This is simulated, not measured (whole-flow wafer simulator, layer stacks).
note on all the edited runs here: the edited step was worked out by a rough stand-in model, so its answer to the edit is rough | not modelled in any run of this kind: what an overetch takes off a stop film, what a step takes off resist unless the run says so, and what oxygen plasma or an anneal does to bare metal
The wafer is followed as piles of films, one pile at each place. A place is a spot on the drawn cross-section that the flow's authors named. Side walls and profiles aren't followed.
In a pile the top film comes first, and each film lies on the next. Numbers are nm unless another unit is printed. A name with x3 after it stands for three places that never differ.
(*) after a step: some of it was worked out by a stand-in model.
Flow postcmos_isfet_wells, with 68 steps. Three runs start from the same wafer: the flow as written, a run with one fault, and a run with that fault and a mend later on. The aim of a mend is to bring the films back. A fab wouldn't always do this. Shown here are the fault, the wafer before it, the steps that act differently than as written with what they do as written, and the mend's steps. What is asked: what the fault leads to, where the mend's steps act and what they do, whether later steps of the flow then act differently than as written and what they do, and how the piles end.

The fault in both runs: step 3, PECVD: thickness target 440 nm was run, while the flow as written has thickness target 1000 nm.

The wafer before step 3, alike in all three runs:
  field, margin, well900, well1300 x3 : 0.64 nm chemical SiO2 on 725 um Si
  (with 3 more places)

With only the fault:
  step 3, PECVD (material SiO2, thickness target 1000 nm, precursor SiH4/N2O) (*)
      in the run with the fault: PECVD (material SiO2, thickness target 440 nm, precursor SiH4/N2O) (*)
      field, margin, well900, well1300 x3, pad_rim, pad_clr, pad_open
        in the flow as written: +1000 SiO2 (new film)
        in the run with the fault: +440 SiO2 (new film)
  None of the later steps of the flow acts differently than as written at any place that is followed.
  The piles end different from the flow's at field, margin, well900, well1300 x3, pad_rim, pad_clr, pad_open by more than 2% or 0.5 nm, whichever is larger.
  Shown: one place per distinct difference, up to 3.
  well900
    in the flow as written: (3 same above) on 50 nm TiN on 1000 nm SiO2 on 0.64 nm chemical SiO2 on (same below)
    in the run with the fault: (3 same above) on 50 nm TiN on 440 nm SiO2 on 0.64 nm chemical SiO2 on (same below)
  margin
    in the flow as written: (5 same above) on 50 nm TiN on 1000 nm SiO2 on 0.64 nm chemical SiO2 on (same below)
    in the run with the fault: (5 same above) on 50 nm TiN on 440 nm SiO2 on 0.64 nm chemical SiO2 on (same below)
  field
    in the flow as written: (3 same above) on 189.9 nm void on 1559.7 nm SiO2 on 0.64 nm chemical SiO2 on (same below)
    in the run with the fault: (3 same above) on 189.9 nm void on 999.7 nm SiO2 on 0.64 nm chemical SiO2 on (same below)

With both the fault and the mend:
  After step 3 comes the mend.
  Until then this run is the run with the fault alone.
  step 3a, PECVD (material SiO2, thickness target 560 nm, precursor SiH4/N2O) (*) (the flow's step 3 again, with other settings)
      field, margin, well900, well1300 x3, pad_rim, pad_clr, pad_open
        +560 SiO2
  None of the later steps of the flow acts differently than as written at any place that is followed.
  At every place that both follow, the piles at the end match the flow's.
